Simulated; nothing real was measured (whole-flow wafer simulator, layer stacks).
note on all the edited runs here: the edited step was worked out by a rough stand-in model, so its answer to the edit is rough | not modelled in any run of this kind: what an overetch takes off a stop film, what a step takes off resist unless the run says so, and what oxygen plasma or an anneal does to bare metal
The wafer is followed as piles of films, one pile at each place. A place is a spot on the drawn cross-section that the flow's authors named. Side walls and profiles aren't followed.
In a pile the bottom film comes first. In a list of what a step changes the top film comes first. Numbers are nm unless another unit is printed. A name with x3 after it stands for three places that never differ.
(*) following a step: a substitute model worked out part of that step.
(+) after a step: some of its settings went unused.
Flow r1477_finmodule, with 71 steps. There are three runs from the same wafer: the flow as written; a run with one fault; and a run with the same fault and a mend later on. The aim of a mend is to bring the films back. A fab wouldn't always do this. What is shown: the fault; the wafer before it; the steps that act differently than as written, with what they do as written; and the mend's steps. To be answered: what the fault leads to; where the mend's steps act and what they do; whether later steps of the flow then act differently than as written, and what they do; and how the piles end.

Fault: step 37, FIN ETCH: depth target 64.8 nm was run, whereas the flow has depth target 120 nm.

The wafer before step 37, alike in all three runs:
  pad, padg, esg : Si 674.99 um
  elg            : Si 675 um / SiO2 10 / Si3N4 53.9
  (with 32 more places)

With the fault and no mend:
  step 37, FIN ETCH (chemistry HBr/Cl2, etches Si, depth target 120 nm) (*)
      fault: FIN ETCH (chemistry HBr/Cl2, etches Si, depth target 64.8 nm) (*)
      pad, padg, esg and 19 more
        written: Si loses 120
        fault: Si loses 64.8
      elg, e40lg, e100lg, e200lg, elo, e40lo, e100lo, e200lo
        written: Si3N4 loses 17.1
        fault: Si3N4 loses 9.26
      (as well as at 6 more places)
  Later steps of the flow acting differently than as written (not shown: 4 more steps that differ only slightly, by at most 2% or 0.5 nm, whichever is larger):
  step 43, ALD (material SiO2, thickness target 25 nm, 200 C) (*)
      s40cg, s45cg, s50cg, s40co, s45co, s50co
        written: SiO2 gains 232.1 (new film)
        fault: SiO2 gains 181.1 (new film)
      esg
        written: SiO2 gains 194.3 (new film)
        fault: SiO2 gains 146.9 (new film)
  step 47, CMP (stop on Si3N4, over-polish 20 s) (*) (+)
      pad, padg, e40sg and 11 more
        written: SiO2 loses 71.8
        fault: SiO2 loses 127
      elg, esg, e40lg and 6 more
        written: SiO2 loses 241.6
        fault: SiO2 loses 249.5
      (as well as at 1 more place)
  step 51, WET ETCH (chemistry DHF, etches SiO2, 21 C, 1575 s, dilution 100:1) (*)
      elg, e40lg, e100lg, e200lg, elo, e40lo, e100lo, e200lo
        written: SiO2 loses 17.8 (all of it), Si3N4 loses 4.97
        fault: SiO2 loses 9.96 (all of it), Si3N4 loses 5.61
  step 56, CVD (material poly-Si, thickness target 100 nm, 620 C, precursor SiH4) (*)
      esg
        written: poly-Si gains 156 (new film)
        fault: poly-Si gains 163.2 (new film)
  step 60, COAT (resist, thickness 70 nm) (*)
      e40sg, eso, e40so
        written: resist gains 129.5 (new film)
        fault: resist gains 136.3 (new film)
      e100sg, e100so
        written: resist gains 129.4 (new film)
        fault: resist gains 136.2 (new film)
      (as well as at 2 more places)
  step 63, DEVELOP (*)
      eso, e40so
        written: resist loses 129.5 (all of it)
        fault: resist loses 136.3 (all of it)
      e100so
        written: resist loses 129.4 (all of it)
        fault: resist loses 136.2 (all of it)
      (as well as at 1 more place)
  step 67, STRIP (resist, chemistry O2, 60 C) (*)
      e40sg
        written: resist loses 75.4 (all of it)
        fault: resist loses 82.2 (all of it)
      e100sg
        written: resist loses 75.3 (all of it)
        fault: resist loses 82.1 (all of it)
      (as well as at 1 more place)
  The piles end different from the flow's at pad, padg, elg and 27 more by more than 2% or 0.5 nm, whichever is larger.
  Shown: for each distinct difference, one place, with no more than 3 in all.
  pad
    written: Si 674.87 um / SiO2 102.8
    fault: Si 674.93 um / SiO2 47.8
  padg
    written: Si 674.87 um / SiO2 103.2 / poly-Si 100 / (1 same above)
    fault: Si 674.93 um / SiO2 48.2 / poly-Si 100 / (1 same above)
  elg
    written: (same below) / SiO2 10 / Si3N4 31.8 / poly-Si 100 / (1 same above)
    fault: (same below) / SiO2 10 / Si3N4 39 / poly-Si 100 / (1 same above)

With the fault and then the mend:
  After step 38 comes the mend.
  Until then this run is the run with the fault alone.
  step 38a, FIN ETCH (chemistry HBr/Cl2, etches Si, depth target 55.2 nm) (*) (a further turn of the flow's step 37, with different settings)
      pad, padg, esg and 19 more
        Si loses 55.2
      elg, e40lg, e100lg, e200lg, elo, e40lo, e100lo, e200lo
        Si3N4 loses 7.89
      s40sg_line, s45sg_line, s50sg_line, s40so_line, s45so_line, s50so_line
        SiO2 loses 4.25
  None of the later steps of the flow acts differently than as written at any place that is followed.
  The piles end the same as the flow's at every place that both follow.
